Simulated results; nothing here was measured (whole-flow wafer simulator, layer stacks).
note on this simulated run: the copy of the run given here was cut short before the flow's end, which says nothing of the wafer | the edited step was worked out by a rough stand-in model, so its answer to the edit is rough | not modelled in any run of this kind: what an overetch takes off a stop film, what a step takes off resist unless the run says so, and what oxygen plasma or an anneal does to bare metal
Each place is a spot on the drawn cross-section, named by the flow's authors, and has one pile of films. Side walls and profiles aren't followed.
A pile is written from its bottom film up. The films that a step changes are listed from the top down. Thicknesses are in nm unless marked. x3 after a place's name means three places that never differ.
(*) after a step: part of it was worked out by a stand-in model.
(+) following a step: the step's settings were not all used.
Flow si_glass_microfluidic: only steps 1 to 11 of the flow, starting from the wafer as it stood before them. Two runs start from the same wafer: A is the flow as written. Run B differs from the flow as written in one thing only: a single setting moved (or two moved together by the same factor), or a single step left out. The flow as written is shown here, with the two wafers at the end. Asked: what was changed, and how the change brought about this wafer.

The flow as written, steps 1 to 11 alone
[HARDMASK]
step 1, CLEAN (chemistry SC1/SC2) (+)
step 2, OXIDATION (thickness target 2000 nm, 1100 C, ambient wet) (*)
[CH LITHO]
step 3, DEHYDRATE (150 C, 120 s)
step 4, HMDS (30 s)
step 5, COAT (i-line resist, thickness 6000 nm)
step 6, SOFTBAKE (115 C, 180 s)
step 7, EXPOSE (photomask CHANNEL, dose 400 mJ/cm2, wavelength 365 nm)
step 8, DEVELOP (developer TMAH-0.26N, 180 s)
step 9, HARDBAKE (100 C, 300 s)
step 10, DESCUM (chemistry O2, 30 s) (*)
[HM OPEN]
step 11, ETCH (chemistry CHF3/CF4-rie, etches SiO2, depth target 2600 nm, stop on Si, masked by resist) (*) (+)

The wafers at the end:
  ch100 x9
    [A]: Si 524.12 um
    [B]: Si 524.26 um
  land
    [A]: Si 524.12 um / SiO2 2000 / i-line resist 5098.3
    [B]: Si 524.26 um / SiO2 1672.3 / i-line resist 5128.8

Cause: step 2, OXIDATION: 1045 C was run, though the flow has 1100 C.

Step by step, how the change led to this:
  step 2, OXIDATION (thickness target 2000 nm, 1100 C, ambient wet) (*)
      land, ch100 x9: A +2000 SiO2 (new film), -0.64 chemical SiO2 (all of it), -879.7 Si | B +1672.3 SiO2 (new film), -0.64 chemical SiO2 (all of it), -735.5 Si
  step 11, ETCH (chemistry CHF3/CF4-rie, etches SiO2, depth target 2600 nm, stop on Si, masked by resist) (*) (+)
      ch100 x9: A -2000 SiO2 (all of it) | B -1672.3 SiO2 (all of it)
      land: A -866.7 i-line resist | B -836.1 i-line resist
